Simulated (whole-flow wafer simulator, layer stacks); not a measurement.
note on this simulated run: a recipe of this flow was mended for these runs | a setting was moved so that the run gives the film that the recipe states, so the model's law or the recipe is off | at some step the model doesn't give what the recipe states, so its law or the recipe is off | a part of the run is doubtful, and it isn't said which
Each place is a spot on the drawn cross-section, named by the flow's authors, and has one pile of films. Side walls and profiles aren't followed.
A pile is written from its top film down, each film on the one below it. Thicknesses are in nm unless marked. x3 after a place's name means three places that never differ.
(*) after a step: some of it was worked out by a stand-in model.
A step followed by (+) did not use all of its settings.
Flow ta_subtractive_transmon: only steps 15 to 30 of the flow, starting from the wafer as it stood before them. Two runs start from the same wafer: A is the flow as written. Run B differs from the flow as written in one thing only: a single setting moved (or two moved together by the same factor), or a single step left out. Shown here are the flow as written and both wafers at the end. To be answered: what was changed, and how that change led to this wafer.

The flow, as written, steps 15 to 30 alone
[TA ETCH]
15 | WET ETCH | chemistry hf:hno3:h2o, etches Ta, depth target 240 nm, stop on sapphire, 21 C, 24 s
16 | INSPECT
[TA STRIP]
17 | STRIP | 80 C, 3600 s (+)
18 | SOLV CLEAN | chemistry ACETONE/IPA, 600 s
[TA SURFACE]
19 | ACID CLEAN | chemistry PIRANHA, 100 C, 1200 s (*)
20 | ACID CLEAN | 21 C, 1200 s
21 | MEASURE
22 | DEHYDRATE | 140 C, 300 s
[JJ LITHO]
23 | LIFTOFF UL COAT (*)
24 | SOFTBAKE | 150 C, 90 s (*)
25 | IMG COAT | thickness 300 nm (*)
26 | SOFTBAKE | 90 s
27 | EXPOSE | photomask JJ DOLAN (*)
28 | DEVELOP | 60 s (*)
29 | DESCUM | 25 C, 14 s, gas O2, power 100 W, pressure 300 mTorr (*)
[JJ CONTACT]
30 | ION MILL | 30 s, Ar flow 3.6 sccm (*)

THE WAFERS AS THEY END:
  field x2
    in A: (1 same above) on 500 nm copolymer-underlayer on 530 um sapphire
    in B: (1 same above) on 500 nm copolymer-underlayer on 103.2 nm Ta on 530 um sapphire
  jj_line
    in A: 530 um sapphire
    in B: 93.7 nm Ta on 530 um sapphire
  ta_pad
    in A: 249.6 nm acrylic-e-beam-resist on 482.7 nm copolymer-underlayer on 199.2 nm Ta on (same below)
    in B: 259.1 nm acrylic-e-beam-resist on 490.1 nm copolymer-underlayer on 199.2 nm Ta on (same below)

Cause: step 15, WET ETCH: 9.6 s was run, while the flow as written has 24 s.

The path from the change to this, step by step:
  15 | WET ETCH | chemistry hf:hno3:h2o, etches Ta, depth target 240 nm, stop on sapphire, 21 C, 24 s
      field x2, jj_line, lead: A Ta loses 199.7 (all of it) | B Ta loses 96
  23 | LIFTOFF UL COAT (*)
      lead: A copolymer-underlayer gains 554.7 (new film) | B copolymer-underlayer gains 527.4 (new film)
      ta_contact: A copolymer-underlayer gains 443.9 (new film) | B copolymer-underlayer gains 471.7 (new film)
  25 | IMG COAT | thickness 300 nm (*)
      lead: A acrylic-e-beam-resist gains 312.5 (new film) | B acrylic-e-beam-resist gains 306 (new film)
      ta_contact: A acrylic-e-beam-resist gains 287.5 (new film) | B acrylic-e-beam-resist gains 294.1 (new film)
      (also at 1 further place)
  28 | DEVELOP | 60 s (*)
      lead: A acrylic-e-beam-resist loses 312.5 (all of it), copolymer-underlayer loses 554.7 (all of it) | B acrylic-e-beam-resist loses 306 (all of it), copolymer-underlayer loses 527.4 (all of it)
      ta_contact: A acrylic-e-beam-resist loses 287.5 (all of it), copolymer-underlayer loses 443.9 (all of it) | B acrylic-e-beam-resist loses 294.1 (all of it), copolymer-underlayer loses 471.7 (all of it)
  30 | ION MILL | 30 s, Ar flow 3.6 sccm (*)
      jj_line, lead: A sapphire loses 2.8 | B Ta loses 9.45
Taking metal films that touch as one body, field x2 has 1 body; the flow as written gives 0 bodies.
Taking metal films that touch as one body, jj_line has 1 body; the flow as written gives 0 bodies.
